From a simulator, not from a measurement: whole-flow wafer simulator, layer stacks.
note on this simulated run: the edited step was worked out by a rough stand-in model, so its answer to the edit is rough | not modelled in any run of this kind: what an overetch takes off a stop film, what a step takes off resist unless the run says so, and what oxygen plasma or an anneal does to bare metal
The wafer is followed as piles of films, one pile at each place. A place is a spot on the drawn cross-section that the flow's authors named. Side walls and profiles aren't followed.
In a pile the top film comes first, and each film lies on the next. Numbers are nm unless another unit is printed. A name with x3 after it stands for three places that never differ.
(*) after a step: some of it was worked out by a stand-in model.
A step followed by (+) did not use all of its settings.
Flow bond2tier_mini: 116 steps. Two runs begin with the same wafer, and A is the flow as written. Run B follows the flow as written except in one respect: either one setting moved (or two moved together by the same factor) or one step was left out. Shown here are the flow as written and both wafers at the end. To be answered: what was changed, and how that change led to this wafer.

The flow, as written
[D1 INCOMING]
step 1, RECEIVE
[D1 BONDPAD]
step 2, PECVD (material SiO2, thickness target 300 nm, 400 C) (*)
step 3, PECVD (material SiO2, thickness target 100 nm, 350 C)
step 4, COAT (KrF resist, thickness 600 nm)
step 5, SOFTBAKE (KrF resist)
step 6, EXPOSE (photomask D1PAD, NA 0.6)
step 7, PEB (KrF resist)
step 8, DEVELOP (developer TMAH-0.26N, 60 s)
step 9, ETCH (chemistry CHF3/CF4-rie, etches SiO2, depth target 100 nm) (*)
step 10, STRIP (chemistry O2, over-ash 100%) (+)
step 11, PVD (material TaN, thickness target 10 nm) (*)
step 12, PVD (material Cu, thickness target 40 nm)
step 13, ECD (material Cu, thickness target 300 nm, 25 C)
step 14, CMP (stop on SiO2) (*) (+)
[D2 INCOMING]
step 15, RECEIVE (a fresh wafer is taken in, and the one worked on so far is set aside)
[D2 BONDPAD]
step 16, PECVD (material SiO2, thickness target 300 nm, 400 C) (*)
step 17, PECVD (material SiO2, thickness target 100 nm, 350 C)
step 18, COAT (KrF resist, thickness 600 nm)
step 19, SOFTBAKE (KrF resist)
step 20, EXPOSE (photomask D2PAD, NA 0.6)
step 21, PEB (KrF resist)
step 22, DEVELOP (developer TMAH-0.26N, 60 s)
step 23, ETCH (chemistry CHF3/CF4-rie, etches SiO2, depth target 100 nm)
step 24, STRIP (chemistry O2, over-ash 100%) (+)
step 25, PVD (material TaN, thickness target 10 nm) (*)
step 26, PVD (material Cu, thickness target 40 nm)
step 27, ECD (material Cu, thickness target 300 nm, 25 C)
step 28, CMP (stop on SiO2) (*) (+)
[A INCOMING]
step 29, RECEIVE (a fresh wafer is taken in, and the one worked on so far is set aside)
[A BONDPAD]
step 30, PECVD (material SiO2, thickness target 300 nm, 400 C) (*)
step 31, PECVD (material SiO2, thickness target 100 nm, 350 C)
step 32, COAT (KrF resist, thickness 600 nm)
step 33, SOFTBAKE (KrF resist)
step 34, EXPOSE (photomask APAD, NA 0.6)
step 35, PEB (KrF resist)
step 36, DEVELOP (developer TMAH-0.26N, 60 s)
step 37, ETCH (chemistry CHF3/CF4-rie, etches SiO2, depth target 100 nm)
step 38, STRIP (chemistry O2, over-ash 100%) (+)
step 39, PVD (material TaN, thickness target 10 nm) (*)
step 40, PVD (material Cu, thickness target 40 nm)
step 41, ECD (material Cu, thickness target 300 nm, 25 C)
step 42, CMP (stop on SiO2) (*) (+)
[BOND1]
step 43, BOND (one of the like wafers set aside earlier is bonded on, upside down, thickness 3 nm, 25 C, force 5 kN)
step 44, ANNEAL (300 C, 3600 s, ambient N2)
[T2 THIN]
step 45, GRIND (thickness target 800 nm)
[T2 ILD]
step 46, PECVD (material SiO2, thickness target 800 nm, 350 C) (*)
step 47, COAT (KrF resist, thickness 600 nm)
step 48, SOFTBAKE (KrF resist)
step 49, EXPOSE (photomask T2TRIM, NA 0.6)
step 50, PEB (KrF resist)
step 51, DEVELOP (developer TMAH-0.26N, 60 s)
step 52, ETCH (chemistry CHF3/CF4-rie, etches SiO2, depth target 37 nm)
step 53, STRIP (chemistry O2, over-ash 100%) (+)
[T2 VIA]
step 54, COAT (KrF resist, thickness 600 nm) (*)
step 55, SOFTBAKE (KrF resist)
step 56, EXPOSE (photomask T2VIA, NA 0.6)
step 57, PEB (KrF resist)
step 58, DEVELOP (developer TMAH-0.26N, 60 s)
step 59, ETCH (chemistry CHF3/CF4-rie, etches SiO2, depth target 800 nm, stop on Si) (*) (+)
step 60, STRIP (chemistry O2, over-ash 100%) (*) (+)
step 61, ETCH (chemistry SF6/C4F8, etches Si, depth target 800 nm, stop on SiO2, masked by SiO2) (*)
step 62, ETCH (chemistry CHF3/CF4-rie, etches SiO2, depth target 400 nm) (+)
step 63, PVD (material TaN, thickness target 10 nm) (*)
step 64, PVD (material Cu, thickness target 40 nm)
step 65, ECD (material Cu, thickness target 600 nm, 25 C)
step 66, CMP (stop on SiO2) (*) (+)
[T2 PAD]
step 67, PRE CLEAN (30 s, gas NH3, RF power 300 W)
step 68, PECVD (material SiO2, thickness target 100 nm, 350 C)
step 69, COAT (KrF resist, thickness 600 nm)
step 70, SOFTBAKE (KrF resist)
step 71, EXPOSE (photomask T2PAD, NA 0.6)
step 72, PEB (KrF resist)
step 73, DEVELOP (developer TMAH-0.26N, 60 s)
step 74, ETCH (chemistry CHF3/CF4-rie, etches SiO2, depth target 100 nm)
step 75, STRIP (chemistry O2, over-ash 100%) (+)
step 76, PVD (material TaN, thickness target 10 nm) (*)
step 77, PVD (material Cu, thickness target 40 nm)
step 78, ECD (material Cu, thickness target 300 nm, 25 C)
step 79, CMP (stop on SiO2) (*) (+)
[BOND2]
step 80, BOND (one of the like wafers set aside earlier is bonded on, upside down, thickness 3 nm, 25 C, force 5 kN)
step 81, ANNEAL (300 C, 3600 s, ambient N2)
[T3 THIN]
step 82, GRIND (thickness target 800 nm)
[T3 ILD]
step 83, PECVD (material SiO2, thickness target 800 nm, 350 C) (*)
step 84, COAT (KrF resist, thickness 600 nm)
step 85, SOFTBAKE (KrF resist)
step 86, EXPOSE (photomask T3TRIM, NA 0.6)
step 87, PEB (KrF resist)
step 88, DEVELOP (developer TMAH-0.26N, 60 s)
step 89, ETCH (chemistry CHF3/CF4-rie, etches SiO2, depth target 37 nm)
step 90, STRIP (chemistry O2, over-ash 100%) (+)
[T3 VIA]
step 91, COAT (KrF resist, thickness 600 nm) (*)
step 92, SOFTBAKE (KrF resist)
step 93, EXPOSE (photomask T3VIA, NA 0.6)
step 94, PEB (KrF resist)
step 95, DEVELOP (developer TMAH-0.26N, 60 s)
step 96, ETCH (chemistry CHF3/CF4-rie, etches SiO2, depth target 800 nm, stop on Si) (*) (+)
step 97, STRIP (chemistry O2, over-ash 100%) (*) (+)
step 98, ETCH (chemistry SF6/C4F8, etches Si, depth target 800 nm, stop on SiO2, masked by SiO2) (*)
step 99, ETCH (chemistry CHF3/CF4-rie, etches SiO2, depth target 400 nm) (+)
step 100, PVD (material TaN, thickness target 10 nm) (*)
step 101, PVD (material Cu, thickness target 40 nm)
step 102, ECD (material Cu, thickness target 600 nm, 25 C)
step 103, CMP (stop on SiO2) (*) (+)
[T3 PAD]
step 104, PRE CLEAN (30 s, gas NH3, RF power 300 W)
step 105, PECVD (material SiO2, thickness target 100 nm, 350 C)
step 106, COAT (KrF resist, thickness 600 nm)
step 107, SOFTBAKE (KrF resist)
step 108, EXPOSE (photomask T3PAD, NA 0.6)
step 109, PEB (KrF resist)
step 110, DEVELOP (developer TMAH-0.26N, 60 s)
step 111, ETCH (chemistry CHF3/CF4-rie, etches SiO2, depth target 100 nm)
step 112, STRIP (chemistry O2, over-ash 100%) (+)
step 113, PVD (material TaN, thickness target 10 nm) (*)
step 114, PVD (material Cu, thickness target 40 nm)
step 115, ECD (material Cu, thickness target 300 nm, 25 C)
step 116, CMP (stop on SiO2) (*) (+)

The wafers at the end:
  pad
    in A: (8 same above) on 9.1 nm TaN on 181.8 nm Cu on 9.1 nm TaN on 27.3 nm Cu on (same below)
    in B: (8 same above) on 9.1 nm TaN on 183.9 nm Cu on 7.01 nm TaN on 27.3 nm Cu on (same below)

Cause: step 76, PVD: thickness target 7.7 nm was run, while the flow as written has thickness target 10 nm.

Step by step, how the change led to this:
  step 76, PVD (material TaN, thickness target 10 nm) (*)
      field: A +10 TaN (new film) | B +7.7 TaN (new film)
      pad: A +9.1 TaN (new film) | B +7.01 TaN (new film)
  step 79, CMP (stop on SiO2) (*) (+)
      field: A -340 Cu (all of it), -10 TaN (all of it) | B -340 Cu (all of it), -7.7 TaN (all of it)
